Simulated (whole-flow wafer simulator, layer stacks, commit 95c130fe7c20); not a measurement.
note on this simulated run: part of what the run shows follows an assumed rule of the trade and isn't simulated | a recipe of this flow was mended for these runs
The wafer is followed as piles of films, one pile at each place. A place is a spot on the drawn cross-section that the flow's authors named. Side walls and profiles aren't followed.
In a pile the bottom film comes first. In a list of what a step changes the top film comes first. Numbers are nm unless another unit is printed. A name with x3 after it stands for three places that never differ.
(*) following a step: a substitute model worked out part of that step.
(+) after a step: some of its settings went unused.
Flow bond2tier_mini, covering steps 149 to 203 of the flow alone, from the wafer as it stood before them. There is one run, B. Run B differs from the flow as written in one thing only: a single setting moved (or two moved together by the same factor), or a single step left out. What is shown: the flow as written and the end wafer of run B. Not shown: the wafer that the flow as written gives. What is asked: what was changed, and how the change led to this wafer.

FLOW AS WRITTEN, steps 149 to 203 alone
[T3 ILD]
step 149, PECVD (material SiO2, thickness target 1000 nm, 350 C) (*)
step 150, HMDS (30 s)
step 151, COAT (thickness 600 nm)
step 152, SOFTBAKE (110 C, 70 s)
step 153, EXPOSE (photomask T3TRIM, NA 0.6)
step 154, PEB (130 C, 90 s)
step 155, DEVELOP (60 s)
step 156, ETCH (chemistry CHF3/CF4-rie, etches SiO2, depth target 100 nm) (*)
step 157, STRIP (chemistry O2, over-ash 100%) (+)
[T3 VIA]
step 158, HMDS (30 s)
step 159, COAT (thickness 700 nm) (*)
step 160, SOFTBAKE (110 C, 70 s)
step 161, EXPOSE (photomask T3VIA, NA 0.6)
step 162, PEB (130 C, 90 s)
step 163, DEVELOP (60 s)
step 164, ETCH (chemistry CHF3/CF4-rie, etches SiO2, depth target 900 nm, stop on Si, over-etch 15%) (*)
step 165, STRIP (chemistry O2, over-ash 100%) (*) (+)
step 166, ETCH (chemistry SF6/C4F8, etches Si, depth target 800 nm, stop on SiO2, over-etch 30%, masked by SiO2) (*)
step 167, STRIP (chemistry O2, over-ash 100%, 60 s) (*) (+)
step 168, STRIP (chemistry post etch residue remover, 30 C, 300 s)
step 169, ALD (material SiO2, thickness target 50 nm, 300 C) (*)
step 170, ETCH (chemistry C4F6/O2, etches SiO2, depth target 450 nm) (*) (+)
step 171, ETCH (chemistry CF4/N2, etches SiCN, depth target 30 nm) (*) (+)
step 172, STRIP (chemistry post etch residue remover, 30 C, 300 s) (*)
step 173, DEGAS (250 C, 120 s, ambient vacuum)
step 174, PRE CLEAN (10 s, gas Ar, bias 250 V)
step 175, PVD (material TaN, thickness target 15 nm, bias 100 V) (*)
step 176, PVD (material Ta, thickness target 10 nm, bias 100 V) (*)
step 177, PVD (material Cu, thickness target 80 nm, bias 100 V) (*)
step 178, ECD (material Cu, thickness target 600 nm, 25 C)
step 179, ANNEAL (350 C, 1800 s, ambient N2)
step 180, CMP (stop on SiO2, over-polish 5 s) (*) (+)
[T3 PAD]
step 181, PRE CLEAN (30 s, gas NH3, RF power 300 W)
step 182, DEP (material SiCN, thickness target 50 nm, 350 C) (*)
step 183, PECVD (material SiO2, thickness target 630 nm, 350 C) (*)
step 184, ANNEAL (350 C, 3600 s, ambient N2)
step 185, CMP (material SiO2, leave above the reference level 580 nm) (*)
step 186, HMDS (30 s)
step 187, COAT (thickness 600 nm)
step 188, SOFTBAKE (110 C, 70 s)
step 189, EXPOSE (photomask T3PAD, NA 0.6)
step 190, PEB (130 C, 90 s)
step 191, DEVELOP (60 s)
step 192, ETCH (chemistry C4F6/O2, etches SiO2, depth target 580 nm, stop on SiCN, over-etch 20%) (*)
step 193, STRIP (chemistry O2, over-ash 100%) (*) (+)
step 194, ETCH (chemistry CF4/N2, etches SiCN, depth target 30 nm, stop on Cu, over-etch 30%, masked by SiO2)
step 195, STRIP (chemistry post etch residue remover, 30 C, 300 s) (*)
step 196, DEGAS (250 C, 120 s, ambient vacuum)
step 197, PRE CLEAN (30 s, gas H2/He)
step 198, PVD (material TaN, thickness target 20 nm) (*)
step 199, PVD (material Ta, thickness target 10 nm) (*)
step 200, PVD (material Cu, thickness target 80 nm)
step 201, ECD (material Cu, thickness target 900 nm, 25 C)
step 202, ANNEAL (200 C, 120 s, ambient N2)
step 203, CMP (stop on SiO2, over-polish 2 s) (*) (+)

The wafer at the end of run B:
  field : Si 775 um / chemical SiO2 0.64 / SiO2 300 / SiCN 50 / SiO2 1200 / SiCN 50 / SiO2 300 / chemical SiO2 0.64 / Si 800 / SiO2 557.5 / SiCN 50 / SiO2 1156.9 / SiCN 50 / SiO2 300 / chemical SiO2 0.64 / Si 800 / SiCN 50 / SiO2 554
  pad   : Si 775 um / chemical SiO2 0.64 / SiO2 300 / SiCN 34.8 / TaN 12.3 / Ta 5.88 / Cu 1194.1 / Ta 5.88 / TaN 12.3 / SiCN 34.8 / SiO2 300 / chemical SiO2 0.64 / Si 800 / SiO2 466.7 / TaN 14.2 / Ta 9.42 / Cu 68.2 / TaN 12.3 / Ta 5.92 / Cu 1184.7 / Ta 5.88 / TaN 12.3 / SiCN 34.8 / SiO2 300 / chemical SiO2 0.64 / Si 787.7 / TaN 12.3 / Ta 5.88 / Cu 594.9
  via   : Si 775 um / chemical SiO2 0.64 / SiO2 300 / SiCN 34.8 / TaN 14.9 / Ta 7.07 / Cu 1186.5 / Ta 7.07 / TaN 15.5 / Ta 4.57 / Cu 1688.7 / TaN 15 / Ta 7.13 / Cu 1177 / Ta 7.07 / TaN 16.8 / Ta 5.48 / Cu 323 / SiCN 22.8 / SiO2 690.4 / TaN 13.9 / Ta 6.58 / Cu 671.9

Cause: step 149, PECVD: thickness target 418.8 nm was run, while the flow as written has thickness target 1000 nm.

The path from the change to this, step by step:
  step 149, PECVD (material SiO2, thickness target 1000 nm, 350 C) (*)
      field, pad, via: +418.8 SiO2 (new film) (in the flow as written it would be: +1000 SiO2 (new film))
  step 164, ETCH (chemistry CHF3/CF4-rie, etches SiO2, depth target 900 nm, stop on Si, over-etch 15%) (*)
      field, pad: -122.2 thick-KrF-resist (in the flow as written it would be: -345 thick-KrF-resist)
      via: -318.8 SiO2 (all of it), -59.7 Si (in the flow as written it would be: -900 SiO2 (all of it), -11.2 Si)
  step 165, STRIP (chemistry O2, over-ash 100%) (*) (+)
      field: -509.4 thick-KrF-resist (all of it) (in the flow as written it would be: -286.6 thick-KrF-resist (all of it))
      pad: -595.7 thick-KrF-resist (all of it) (in the flow as written it would be: -372.9 thick-KrF-resist (all of it))
  step 166, ETCH (chemistry SF6/C4F8, etches Si, depth target 800 nm, stop on SiO2, over-etch 30%, masked by SiO2) (*)
      field, pad: -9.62 SiO2 (in the flow as written it would be: -10.3 SiO2)
      via: -740.3 Si (all of it), -0.64 chemical SiO2 (all of it), -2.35 SiO2 (in the flow as written it would be: -788.8 Si (all of it), -0.64 chemical SiO2 (all of it), -1.87 SiO2)
  step 170, ETCH (chemistry C4F6/O2, etches SiO2, depth target 450 nm) (*) (+)
      pad: -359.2 SiO2 (all of it), -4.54 Si (in the flow as written it would be: -450 SiO2)
  step 171, ETCH (chemistry CF4/N2, etches SiCN, depth target 30 nm) (*) (+)
      field: -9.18 SiO2 (all of it) (in the flow as written it would be: -20 SiO2)
      pad: nothing (in the flow as written it would be: -20 SiO2)
  step 174, PRE CLEAN (10 s, gas Ar, bias 250 V)
      field, pad: nothing (in the flow as written it would be: -3 SiO2)
  step 175, PVD (material TaN, thickness target 15 nm, bias 100 V) (*)
      pad: +15 TaN (new film) (in the flow as written it would be: +14.2 TaN (new film))
      via: +8.27 TaN (in the flow as written it would be: +6.94 TaN)
  step 176, PVD (material Ta, thickness target 10 nm, bias 100 V) (*)
      pad: +10 Ta (new film) (in the flow as written it would be: +9.42 Ta (new film))
      via: +5.48 Ta (new film) (in the flow as written it would be: +4.57 Ta (new film))
  step 177, PVD (material Cu, thickness target 80 nm, bias 100 V) (*)
      pad: +80 Cu (new film) (in the flow as written it would be: +75.3 Cu (new film))
      via: +42.6 Cu (new film) (in the flow as written it would be: +35 Cu (new film))
  step 178, ECD (material Cu, thickness target 600 nm, 25 C)
      pad: +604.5 Cu (in the flow as written it would be: +706.1 Cu)
      via: +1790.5 Cu (in the flow as written it would be: +2367 Cu)
  step 180, CMP (stop on SiO2, over-polish 5 s) (*) (+)
      field: -680 Cu (all of it), -10 Ta (all of it), -15 TaN (all of it) (in the flow as written it would be: -680 Cu (all of it), -10 Ta (all of it), -15 TaN (all of it), -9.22 SiO2)
      pad: -684.5 Cu (all of it), -10 Ta (all of it), -15 TaN (all of it) (in the flow as written it would be: -711.3 Cu)
      (also at 1 further place)
  step 182, DEP (material SiCN, thickness target 50 nm, 350 C) (*)
      via: +22.8 SiCN (new film) (in the flow as written it would be: +50 SiCN (new film))
  step 183, PECVD (material SiO2, thickness target 630 nm, 350 C) (*)
      via: +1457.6 SiO2 (new film) (in the flow as written it would be: +630 SiO2 (new film))
  step 185, CMP (material SiO2, leave above the reference level 580 nm) (*)
      pad, via: -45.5 SiO2 (in the flow as written it would be: -50 SiO2)
      field: -50 SiO2 (in the flow as written it would be: -47.1 SiO2)
  step 192, ETCH (chemistry C4F6/O2, etches SiO2, depth target 580 nm, stop on SiCN, over-etch 20%) (*)
      via: -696 SiO2 (in the flow as written it would be: -580 SiO2 (all of it), -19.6 SiCN)
      pad: -584.5 SiO2 (all of it), -18.8 SiCN (in the flow as written it would be: -580 SiO2 (all of it), -19.6 SiCN)
  ... another 5 steps ...
  step 201, ECD (material Cu, thickness target 900 nm, 25 C)
      via: +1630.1 Cu (in the flow as written it would be: +1534.4 Cu)
If metal films that touch count as one body, via has 2 bodies (between them, from the top down: SiO2 690.4 / SiCN 22.8); the flow as written gives 1 body.
